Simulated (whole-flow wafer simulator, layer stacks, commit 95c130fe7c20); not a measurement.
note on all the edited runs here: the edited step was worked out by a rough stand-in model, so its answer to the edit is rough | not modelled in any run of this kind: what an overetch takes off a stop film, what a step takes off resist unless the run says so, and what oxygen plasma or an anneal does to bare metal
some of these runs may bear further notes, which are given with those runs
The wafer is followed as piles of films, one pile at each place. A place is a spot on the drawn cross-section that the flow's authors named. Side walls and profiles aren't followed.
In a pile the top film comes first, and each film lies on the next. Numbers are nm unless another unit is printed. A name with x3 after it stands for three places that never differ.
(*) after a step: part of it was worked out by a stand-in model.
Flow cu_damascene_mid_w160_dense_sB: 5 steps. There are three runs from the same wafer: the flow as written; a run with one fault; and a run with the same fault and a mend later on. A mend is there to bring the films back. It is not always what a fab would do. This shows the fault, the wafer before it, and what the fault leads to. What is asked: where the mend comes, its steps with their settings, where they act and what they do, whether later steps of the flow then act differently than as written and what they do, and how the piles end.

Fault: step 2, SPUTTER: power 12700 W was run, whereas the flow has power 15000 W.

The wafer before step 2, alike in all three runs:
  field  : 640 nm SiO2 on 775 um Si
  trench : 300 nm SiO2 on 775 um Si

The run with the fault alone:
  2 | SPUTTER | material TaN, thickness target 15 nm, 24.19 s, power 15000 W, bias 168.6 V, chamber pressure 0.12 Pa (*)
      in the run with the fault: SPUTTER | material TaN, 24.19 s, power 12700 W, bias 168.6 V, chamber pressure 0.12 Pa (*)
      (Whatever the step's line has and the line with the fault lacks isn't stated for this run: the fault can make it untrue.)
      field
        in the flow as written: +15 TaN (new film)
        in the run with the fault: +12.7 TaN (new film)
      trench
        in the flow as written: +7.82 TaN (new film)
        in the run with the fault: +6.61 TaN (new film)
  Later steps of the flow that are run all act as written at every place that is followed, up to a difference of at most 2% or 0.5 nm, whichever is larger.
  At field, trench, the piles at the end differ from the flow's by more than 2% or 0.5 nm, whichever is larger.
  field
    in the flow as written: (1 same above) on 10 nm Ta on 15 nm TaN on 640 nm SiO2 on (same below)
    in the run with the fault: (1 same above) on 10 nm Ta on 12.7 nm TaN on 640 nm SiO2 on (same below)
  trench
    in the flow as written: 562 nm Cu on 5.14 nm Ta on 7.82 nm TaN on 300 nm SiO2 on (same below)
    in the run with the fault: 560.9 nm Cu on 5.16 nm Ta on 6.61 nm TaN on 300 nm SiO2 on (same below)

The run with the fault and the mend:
  The mend stands after step 2.
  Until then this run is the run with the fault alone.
  2a | SPUTTER | material TaN, thickness target 2.3 nm, 3.715 s, power 15000 W, bias 168.6 V, chamber pressure 0.12 Pa (*) (the flow's step 2 again, with other settings)
      field
        +2.3 TaN
      trench
        +1.16 TaN
  Later steps of the flow that are run all act as written at every place that is followed, up to a difference of at most 2% or 0.5 nm, whichever is larger.
  At the end the piles are close to the flow's at the places that both follow, differing by at most 2% or 0.5 nm, whichever is larger.
